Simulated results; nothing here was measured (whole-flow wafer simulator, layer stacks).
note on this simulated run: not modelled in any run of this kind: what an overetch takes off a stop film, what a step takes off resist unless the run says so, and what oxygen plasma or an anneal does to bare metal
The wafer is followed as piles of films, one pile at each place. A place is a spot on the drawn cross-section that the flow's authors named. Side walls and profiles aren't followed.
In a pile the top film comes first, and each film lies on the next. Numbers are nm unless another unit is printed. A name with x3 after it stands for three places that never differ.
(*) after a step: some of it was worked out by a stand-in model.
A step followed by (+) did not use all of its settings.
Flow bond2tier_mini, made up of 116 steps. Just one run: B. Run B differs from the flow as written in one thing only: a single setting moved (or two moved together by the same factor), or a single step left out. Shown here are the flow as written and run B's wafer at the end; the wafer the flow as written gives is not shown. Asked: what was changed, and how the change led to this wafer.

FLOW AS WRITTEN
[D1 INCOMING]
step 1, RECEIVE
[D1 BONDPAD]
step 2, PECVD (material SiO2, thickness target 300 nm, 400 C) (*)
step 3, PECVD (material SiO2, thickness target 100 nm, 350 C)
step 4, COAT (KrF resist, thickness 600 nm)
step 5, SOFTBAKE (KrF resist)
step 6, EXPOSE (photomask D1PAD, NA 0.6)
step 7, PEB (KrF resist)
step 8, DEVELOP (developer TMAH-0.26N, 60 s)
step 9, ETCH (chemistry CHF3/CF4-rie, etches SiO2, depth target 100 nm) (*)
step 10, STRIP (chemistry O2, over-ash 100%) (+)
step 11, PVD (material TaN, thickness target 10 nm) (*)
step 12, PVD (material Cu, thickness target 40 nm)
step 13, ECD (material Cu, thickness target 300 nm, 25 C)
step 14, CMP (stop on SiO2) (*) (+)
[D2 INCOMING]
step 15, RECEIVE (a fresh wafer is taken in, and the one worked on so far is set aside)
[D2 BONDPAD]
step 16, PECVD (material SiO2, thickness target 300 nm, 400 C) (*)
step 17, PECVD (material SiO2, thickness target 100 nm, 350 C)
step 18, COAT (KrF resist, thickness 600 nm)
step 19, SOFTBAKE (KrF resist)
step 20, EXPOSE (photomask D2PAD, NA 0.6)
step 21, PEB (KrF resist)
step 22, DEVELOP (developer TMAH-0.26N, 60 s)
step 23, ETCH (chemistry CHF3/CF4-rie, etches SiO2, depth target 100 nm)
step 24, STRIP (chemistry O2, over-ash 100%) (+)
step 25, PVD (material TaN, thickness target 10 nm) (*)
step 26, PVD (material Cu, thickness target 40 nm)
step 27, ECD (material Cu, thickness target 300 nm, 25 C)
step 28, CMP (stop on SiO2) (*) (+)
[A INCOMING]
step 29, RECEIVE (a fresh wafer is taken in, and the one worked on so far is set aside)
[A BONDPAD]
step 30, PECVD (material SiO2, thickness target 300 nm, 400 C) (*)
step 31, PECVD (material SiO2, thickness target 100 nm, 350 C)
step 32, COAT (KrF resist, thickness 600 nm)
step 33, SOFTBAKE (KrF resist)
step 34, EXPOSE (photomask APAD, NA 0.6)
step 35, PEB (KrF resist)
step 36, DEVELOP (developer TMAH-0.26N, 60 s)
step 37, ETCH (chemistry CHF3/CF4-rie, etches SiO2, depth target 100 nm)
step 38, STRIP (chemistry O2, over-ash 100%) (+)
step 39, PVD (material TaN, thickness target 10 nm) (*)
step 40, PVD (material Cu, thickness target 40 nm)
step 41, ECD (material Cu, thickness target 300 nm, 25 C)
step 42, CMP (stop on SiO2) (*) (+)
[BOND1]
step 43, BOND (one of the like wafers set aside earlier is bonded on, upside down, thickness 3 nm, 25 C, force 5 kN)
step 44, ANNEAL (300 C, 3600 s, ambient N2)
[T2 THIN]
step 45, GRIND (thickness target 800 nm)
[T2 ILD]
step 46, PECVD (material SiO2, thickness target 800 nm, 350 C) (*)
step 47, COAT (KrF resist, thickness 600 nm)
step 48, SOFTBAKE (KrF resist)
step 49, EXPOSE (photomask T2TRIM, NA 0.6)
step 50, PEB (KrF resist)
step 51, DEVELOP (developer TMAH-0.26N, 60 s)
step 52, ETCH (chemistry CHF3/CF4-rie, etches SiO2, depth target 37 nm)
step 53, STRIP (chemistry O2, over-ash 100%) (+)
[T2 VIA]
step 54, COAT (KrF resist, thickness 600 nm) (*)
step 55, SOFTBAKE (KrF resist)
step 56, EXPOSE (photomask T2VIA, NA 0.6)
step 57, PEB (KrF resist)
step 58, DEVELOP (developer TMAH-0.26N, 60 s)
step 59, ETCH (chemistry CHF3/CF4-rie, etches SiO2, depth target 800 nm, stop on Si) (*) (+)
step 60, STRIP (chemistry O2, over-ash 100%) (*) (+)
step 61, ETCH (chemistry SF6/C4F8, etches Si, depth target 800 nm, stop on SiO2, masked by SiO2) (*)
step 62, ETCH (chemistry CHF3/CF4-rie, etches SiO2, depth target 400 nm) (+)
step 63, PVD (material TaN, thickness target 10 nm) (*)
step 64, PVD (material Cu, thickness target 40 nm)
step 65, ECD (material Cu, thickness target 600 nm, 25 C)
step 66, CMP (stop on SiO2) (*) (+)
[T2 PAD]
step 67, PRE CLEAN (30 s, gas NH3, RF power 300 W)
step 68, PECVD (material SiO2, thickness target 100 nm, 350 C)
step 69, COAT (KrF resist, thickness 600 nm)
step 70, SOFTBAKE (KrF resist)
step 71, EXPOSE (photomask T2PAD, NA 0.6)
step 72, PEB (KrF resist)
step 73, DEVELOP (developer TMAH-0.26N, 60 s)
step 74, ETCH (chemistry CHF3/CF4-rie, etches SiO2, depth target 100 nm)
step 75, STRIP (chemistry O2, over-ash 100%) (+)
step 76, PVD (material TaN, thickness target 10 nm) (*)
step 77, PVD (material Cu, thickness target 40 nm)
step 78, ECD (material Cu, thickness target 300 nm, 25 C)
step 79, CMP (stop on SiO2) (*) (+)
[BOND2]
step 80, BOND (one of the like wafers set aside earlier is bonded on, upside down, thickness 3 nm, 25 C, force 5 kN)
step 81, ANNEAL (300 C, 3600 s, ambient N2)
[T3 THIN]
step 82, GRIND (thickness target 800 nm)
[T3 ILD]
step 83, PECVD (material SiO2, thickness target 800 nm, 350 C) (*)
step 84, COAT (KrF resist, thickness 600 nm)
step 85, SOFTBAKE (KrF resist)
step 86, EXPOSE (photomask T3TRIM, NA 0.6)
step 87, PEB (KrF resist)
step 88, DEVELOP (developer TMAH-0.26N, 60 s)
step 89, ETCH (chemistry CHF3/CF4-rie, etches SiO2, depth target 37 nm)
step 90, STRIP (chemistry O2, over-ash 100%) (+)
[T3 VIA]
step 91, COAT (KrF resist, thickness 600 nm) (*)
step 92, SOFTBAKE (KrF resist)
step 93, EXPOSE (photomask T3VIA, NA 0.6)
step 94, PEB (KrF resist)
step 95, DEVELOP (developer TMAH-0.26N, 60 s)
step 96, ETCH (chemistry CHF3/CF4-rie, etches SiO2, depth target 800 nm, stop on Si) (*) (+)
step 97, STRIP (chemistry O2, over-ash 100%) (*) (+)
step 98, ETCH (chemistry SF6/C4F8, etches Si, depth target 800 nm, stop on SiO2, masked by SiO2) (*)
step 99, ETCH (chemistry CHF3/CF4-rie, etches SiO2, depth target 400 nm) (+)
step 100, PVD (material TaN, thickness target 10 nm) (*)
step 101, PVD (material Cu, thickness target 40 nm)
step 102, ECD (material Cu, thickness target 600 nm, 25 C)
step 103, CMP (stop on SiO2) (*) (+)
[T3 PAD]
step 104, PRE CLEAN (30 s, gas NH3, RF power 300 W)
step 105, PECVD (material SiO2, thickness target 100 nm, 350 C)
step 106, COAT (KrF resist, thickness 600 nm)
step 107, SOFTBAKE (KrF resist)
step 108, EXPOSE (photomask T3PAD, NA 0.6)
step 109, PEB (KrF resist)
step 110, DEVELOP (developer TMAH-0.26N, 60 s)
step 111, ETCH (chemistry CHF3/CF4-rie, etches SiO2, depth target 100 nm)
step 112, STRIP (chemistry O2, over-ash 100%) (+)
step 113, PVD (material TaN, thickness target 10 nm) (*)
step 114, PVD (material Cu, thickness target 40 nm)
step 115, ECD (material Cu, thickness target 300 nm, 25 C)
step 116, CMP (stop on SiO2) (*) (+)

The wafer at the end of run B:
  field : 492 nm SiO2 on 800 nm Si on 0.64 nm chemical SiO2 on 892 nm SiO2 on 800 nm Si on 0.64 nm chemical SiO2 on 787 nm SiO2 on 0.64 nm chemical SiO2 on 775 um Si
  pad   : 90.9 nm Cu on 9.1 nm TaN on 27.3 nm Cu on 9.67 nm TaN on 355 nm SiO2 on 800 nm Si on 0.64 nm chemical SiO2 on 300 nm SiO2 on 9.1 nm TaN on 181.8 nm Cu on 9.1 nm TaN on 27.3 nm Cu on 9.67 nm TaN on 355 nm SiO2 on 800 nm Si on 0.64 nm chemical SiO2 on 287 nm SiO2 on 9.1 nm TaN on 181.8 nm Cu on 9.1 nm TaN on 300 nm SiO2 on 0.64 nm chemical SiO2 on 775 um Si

What caused this: step 3, PECVD: thickness target 87 nm was run, whereas the flow has thickness target 100 nm.

The path from the change to this, step by step:
  step 3, PECVD (material SiO2, thickness target 100 nm, 350 C)
      field, pad, via: +87 SiO2 (in the flow as written it would be: +100 SiO2)
  step 43, BOND (one of the like wafers set aside earlier is bonded on, upside down, thickness 3 nm, 25 C, force 5 kN)
      field: +775 um Si (new film), +0.64 chemical SiO2 (new film), +387 SiO2 (in the flow as written it would be: +775 um Si (new film), +0.64 chemical SiO2 (new film), +400 SiO2)
      pad: +775 um Si (new film), +0.64 chemical SiO2 (new film), +287 SiO2 (new film), +9.1 TaN (new film), +90.9 Cu (in the flow as written it would be: +775 um Si (new film), +0.64 chemical SiO2 (new film), +300 SiO2 (new film), +9.1 TaN (new film), +90.9 Cu)
      (and at 1 other place as well)
